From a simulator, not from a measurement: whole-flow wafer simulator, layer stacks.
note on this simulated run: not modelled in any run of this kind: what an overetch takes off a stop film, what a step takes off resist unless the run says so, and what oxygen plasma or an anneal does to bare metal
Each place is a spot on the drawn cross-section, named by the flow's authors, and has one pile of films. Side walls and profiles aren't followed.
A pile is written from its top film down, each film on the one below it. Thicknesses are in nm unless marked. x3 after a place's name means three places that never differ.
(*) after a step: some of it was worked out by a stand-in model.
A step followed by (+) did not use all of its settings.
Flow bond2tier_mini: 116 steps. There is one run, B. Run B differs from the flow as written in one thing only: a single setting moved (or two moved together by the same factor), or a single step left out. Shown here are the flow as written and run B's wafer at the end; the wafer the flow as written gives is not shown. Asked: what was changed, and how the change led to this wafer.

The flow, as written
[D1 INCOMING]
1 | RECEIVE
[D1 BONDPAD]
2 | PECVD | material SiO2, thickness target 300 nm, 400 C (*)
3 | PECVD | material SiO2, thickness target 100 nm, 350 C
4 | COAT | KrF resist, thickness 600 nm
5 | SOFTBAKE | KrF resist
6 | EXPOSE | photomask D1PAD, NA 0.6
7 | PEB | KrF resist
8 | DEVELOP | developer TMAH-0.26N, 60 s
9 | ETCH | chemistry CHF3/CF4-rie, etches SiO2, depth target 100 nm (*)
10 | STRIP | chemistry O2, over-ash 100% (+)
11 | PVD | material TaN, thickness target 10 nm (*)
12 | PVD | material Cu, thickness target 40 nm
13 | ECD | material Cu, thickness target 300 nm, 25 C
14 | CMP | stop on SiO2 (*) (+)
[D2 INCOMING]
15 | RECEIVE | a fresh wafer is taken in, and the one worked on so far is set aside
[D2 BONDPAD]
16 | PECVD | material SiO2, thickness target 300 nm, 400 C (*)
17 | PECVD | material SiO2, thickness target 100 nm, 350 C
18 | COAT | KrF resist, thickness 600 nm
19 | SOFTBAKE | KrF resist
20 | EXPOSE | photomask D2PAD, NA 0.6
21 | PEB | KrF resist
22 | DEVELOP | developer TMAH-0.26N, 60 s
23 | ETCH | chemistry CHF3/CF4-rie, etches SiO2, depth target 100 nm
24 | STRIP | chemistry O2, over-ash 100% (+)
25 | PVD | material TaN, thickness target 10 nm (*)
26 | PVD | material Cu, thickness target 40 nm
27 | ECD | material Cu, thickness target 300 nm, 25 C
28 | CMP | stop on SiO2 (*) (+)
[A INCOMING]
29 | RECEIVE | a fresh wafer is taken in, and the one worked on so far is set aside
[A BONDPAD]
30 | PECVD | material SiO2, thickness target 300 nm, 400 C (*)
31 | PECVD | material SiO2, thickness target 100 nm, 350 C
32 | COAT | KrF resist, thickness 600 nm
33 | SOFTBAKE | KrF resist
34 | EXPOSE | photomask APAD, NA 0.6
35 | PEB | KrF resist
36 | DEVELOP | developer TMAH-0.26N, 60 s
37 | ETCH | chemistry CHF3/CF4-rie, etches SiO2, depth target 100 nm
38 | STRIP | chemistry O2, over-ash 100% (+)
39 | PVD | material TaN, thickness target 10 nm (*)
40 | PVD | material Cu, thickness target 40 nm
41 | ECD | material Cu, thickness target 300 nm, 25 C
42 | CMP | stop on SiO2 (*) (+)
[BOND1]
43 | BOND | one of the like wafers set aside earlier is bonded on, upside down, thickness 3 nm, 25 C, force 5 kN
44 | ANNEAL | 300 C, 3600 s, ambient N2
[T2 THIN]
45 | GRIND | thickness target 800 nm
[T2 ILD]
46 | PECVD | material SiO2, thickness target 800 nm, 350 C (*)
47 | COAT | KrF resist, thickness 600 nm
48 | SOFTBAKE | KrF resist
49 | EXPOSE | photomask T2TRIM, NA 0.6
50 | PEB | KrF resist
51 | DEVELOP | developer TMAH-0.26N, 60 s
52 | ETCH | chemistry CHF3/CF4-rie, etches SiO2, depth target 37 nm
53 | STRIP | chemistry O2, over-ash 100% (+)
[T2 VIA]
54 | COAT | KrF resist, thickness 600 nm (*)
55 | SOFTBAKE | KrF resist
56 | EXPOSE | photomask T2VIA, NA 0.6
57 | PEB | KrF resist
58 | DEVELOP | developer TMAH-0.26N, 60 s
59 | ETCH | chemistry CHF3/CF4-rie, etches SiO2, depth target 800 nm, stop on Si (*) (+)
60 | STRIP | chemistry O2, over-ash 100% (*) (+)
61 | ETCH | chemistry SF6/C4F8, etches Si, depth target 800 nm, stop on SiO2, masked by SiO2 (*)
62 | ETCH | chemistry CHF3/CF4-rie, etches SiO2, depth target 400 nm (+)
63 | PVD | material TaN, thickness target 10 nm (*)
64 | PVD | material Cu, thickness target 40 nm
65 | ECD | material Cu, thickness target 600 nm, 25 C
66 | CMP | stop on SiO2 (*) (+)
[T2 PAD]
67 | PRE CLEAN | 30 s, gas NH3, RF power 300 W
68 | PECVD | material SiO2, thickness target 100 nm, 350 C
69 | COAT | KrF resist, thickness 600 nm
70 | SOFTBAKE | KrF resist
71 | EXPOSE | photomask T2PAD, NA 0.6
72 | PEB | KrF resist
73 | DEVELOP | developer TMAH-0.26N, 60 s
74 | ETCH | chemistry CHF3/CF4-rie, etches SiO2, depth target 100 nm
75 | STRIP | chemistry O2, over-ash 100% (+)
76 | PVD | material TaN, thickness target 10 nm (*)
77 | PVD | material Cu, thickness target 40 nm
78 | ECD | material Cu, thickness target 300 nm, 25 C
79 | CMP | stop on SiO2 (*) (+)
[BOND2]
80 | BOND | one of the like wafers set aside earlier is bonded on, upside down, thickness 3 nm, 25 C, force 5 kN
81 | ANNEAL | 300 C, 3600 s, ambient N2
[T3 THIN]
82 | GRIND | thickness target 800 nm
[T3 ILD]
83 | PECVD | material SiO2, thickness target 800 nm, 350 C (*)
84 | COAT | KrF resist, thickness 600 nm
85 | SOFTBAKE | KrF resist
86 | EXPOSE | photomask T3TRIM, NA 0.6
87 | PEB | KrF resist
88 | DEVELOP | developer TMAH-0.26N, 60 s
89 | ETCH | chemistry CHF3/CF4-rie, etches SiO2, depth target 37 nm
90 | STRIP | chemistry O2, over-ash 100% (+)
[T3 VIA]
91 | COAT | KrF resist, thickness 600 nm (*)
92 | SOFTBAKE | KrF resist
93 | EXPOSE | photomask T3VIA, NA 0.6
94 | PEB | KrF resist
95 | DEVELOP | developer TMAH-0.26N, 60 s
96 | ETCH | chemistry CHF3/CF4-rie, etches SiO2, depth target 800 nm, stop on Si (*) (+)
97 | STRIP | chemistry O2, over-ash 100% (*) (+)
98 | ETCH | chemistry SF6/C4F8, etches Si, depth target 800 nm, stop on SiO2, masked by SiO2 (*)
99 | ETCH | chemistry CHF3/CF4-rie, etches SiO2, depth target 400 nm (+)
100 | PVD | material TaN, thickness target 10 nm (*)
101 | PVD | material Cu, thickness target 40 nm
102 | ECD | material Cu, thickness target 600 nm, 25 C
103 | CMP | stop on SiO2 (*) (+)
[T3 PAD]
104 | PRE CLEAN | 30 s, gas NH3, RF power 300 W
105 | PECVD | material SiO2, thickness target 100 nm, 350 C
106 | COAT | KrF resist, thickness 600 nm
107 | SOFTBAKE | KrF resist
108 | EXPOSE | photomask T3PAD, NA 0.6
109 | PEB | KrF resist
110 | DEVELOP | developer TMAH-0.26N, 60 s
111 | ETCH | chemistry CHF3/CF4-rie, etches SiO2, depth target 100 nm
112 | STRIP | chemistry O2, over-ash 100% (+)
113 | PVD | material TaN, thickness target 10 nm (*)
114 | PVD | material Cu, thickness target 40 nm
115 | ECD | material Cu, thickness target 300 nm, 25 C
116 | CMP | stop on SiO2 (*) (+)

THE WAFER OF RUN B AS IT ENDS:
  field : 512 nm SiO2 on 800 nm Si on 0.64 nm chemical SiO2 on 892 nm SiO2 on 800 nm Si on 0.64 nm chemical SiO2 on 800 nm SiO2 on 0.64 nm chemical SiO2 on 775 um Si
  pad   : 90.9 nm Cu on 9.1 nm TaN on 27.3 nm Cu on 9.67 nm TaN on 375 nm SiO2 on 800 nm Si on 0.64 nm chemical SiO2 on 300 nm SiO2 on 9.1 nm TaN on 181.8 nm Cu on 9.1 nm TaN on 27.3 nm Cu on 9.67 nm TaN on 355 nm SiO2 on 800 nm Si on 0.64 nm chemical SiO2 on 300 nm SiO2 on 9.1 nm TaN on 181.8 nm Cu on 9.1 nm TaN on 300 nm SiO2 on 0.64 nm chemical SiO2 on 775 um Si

What caused this: step 99, ETCH: depth target 380 nm was run, though the flow has depth target 400 nm.

Step by step, how the change led to this:
  99 | ETCH | chemistry CHF3/CF4-rie, etches SiO2, depth target 400 nm (+)
      field, pad: -380 SiO2 (in the flow as written it would be: -400 SiO2)
